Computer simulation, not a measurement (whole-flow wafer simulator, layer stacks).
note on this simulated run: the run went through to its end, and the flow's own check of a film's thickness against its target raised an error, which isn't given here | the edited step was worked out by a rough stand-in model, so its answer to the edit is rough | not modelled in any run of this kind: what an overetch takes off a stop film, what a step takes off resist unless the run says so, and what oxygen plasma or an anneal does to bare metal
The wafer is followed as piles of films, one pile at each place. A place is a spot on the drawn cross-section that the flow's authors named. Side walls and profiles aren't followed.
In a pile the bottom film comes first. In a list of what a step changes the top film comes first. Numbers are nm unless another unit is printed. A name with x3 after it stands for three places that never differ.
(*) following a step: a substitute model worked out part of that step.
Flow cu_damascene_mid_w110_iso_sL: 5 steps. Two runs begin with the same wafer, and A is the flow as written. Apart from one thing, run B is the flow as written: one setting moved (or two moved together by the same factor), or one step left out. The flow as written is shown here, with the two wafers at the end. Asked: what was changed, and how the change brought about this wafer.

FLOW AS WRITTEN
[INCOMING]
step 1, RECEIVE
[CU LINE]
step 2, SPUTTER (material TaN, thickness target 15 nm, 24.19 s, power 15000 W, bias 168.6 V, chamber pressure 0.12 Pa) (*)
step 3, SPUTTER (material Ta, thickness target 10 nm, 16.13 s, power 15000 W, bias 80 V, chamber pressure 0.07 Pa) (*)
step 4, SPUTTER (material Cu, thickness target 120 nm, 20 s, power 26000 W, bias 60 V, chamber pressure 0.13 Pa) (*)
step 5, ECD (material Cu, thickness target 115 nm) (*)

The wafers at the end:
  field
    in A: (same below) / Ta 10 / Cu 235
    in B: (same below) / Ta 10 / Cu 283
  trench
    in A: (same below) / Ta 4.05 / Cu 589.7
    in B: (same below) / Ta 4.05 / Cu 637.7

Cause: step 4, SPUTTER: thickness target 168 nm was run, though the flow has thickness target 120 nm.

How this came from the change, step by step:
  step 4, SPUTTER (material Cu, thickness target 120 nm, 20 s, power 26000 W, bias 60 V, chamber pressure 0.13 Pa) (*)
      field: A Cu gains 120 (new film) | B Cu gains 168 (new film)
      trench: A Cu gains 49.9 (new film) | B Cu gains 69.9 (new film)
  step 5, ECD (material Cu, thickness target 115 nm) (*)
      trench: A Cu gains 539.8 | B Cu gains 567.8
